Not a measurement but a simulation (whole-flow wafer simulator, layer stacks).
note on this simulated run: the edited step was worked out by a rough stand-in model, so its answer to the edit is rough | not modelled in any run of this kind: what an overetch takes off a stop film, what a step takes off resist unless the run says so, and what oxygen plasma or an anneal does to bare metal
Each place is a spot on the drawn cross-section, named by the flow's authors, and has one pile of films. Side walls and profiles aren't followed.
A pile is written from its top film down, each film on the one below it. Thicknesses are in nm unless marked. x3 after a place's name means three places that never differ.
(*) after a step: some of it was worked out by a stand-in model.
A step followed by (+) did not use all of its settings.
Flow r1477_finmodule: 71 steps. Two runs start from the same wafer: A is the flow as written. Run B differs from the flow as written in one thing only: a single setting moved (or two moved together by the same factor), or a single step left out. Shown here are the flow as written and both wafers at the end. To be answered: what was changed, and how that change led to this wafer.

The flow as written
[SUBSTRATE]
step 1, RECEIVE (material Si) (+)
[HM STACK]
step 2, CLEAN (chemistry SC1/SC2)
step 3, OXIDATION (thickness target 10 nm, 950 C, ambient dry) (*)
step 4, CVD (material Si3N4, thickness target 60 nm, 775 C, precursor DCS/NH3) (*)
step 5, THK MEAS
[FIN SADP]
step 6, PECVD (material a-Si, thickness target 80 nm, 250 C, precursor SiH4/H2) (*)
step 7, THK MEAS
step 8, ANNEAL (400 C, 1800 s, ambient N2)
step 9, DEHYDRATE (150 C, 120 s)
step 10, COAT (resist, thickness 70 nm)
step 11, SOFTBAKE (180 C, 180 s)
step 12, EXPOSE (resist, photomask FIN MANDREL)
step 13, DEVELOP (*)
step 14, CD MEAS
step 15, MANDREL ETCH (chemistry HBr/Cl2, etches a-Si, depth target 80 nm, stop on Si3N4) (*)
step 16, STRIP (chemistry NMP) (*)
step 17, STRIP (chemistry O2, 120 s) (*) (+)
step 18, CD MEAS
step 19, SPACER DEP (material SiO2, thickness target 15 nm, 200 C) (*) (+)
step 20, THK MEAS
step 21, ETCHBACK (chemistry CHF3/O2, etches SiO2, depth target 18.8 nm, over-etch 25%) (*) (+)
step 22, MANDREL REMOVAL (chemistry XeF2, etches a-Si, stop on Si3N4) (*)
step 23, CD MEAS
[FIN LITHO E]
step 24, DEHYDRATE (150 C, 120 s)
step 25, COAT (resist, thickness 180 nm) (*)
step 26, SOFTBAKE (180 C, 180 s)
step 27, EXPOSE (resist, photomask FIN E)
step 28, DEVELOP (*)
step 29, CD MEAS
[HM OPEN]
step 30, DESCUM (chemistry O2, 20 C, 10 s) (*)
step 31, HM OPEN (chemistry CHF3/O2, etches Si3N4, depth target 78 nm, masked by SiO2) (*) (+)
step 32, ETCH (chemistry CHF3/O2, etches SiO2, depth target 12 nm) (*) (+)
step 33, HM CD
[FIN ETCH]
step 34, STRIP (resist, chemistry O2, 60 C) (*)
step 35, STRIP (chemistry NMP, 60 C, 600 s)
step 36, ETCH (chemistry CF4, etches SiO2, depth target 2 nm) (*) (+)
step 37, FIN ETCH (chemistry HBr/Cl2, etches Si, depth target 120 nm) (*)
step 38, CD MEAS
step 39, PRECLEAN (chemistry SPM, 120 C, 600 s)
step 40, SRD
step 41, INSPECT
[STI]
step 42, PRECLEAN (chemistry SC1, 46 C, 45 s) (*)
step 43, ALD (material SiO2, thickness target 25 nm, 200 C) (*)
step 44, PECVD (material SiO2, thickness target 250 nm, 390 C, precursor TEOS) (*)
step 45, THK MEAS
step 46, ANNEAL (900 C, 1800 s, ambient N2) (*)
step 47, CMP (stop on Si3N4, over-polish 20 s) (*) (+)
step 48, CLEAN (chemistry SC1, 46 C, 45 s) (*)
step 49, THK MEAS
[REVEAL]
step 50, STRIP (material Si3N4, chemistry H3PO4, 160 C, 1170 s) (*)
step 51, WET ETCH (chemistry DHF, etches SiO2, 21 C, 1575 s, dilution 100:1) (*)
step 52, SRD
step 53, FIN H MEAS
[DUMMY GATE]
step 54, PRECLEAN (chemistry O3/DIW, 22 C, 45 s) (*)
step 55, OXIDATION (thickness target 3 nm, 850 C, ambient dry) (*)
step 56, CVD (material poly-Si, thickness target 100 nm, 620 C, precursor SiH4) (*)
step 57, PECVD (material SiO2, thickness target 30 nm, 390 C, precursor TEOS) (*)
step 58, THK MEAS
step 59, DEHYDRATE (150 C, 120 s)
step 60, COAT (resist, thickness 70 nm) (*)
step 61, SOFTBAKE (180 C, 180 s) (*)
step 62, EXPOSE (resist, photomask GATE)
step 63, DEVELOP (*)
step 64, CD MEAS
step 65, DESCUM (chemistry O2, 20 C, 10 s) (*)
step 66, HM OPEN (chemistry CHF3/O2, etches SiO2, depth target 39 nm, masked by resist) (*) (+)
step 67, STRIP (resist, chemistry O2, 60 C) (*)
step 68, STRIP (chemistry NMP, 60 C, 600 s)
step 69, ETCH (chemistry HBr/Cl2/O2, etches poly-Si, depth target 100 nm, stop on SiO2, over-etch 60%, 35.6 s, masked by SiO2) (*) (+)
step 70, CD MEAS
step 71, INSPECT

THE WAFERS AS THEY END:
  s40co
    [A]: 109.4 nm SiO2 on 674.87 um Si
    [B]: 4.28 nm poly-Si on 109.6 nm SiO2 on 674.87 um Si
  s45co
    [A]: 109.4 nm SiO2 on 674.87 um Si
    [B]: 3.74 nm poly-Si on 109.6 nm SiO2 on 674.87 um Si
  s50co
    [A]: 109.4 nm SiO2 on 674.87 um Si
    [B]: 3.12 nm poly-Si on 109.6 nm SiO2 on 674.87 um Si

Cause: step 69, ETCH: depth target 67 nm was run, though the flow has depth target 100 nm; step 69, ETCH: 23.9 s was run, where the flow has 35.6 s.

Step by step, how the change led to this:
  step 69, ETCH (chemistry HBr/Cl2/O2, etches poly-Si, depth target 100 nm, stop on SiO2, over-etch 60%, 35.6 s, masked by SiO2) (*) (+)
      s40co: A -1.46 chemical SiO2 (all of it), -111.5 poly-Si (all of it), -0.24 SiO2 | B -1.46 chemical SiO2 (all of it), -107.2 poly-Si
      s45co: A -1.46 chemical SiO2 (all of it), -110.9 poly-Si (all of it), -0.25 SiO2 | B -1.46 chemical SiO2 (all of it), -107.2 poly-Si
      (also at 19 further places)
